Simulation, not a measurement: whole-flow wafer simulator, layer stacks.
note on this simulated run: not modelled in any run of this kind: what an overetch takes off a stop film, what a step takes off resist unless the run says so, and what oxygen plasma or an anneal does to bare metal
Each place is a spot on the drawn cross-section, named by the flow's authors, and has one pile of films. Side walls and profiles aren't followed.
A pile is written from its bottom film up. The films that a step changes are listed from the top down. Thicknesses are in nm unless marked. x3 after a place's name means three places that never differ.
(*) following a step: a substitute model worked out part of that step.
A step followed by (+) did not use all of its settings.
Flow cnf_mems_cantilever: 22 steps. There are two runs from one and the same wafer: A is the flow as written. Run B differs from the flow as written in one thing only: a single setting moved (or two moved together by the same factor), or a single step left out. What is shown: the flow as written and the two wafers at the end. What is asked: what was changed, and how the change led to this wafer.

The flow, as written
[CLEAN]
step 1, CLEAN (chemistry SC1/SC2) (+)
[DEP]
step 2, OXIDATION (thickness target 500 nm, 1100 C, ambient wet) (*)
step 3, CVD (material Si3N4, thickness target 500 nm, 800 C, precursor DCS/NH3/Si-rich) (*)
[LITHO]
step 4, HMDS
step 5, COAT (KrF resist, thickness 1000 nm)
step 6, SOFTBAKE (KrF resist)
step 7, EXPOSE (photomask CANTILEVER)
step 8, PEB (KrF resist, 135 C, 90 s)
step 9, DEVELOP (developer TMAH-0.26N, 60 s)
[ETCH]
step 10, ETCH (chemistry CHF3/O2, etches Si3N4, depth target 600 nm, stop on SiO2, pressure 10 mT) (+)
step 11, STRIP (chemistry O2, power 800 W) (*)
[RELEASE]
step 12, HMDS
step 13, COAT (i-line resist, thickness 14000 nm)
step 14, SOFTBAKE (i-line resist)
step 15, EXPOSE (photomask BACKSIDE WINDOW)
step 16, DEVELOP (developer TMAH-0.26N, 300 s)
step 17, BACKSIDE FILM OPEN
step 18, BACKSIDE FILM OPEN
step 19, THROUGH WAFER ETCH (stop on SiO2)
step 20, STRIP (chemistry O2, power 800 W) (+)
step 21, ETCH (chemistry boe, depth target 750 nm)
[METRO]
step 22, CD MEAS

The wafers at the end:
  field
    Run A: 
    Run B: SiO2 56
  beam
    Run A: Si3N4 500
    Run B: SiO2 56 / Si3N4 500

Cause: step 21, ETCH: depth target 444 nm was run, while the flow as written has depth target 750 nm.

How this came from the change, step by step:
  step 21, ETCH (chemistry boe, depth target 750 nm)
      field: A -500 SiO2 (all of it) | B -444 SiO2
      beam: A under 1 film: -500 SiO2 (all of it) | B under 1 film: -444 SiO2
